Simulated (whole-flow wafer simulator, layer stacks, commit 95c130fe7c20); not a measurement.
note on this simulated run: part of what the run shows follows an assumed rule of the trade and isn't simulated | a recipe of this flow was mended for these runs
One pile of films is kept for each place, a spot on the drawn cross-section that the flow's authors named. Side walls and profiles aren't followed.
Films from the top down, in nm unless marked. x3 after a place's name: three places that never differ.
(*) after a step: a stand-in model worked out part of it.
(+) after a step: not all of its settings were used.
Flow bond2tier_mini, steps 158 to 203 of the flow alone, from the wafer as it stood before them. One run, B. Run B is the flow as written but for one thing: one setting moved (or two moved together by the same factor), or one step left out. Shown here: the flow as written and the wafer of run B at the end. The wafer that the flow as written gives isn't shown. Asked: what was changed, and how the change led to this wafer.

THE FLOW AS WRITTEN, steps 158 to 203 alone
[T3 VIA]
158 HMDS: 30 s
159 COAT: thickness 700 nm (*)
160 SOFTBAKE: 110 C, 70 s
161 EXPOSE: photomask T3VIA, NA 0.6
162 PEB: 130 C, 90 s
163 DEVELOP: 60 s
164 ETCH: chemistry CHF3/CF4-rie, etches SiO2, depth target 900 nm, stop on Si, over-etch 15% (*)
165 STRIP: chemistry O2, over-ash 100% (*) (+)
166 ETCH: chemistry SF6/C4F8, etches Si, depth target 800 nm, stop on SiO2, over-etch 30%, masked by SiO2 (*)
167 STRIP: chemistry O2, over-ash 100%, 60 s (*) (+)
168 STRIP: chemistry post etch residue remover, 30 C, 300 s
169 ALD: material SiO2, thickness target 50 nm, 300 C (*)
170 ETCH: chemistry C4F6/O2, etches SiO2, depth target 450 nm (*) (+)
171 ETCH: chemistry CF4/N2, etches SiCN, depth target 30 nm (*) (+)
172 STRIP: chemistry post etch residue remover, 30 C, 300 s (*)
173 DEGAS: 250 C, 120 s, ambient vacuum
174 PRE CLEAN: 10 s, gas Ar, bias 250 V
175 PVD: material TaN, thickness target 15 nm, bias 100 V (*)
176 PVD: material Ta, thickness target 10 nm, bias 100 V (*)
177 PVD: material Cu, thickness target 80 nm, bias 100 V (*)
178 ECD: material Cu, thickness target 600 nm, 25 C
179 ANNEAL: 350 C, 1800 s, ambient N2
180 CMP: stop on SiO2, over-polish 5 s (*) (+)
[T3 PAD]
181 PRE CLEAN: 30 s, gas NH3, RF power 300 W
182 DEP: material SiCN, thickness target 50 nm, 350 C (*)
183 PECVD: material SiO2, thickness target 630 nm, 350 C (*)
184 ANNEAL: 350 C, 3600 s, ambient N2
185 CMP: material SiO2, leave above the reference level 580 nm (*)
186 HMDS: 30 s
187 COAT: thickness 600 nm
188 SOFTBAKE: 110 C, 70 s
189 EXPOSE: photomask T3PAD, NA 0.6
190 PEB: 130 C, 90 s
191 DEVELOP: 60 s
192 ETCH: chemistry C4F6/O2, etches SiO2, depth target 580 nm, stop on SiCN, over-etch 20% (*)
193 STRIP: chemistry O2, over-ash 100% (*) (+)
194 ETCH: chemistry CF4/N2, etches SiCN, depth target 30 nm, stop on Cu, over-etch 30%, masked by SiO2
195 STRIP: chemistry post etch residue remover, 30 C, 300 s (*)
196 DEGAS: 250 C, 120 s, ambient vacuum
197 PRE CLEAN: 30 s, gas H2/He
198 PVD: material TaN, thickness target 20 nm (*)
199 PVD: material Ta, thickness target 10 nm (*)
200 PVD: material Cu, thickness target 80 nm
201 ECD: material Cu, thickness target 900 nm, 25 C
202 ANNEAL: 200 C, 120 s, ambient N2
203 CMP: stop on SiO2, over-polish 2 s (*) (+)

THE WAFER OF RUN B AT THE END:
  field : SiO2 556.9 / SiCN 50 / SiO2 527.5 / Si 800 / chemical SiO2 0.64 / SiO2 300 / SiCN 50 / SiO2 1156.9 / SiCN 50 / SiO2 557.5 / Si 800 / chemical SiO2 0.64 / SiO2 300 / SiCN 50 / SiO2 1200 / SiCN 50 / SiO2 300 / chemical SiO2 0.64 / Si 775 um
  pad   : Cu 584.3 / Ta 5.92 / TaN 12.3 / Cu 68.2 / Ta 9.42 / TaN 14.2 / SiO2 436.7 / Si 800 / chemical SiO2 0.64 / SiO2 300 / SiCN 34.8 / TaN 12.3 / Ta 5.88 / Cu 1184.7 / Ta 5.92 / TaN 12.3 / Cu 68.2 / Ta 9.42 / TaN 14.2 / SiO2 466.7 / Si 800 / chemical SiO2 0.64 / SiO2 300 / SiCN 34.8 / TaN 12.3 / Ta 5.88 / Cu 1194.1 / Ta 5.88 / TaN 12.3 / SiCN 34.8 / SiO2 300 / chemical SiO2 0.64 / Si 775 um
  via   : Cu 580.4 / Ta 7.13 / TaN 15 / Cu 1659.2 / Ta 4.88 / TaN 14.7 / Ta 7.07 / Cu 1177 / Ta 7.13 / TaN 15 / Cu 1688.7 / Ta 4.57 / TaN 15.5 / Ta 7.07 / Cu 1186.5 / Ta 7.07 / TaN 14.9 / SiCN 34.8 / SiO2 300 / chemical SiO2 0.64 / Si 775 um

The cause: step 169, ALD: thickness target 20 nm was run, where the flow has thickness target 50 nm.

How the change led to this, step by step:
  169 ALD: material SiO2, thickness target 50 nm, 300 C (*)
      field, pad, via: SiO2 +20 (as written it would be: SiO2 +50)
  170 ETCH: chemistry C4F6/O2, etches SiO2, depth target 450 nm (*) (+)
      via: SiO2 -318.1 (all of it), SiCN -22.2 (as written it would be: SiO2 -348.1 (all of it), SiCN -17.2)
  171 ETCH: chemistry CF4/N2, etches SiCN, depth target 30 nm (*) (+)
      via: SiCN -12.6 (all of it), TaN -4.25 (as written it would be: SiCN -17.6 (all of it), TaN -3.01)
  177 PVD: material Cu, thickness target 80 nm, bias 100 V (*)
      via: Cu +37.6 (new film) (as written it would be: Cu +35 (new film))
